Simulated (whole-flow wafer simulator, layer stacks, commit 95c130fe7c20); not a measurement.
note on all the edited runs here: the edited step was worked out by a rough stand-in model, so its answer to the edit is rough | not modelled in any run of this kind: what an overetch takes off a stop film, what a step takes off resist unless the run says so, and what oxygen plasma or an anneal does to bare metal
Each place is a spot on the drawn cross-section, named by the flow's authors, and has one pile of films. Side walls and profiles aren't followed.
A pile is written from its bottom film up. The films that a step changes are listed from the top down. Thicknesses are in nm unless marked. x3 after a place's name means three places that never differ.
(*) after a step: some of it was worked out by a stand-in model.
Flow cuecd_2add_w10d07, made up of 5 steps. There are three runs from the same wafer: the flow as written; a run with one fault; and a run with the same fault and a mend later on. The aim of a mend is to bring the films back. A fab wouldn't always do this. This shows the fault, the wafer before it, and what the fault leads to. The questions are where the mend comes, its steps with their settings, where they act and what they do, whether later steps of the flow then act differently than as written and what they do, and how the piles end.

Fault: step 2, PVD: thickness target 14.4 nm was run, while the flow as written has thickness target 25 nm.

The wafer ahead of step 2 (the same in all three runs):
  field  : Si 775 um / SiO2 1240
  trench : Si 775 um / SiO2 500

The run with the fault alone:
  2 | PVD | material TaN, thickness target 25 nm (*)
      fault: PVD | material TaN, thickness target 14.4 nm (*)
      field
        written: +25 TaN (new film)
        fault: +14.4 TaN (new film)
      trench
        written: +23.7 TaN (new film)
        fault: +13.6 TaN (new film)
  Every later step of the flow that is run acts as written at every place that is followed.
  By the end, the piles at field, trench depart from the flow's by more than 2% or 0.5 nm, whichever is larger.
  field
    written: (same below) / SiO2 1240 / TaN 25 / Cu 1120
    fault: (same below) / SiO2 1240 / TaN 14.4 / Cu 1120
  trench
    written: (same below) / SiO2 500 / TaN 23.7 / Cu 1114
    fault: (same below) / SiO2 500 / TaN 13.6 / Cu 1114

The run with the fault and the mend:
  The mend stands after step 2.
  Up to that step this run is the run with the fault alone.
  2a | PVD | material TaN, thickness target 10.6 nm (*) (the flow's step 2 again, with other settings)
      field
        +10.6 TaN
      trench
        +10 TaN
  Every later step of the flow that is run acts as written at every place that is followed.
  By the end, the piles equal the flow's at every place that both follow.
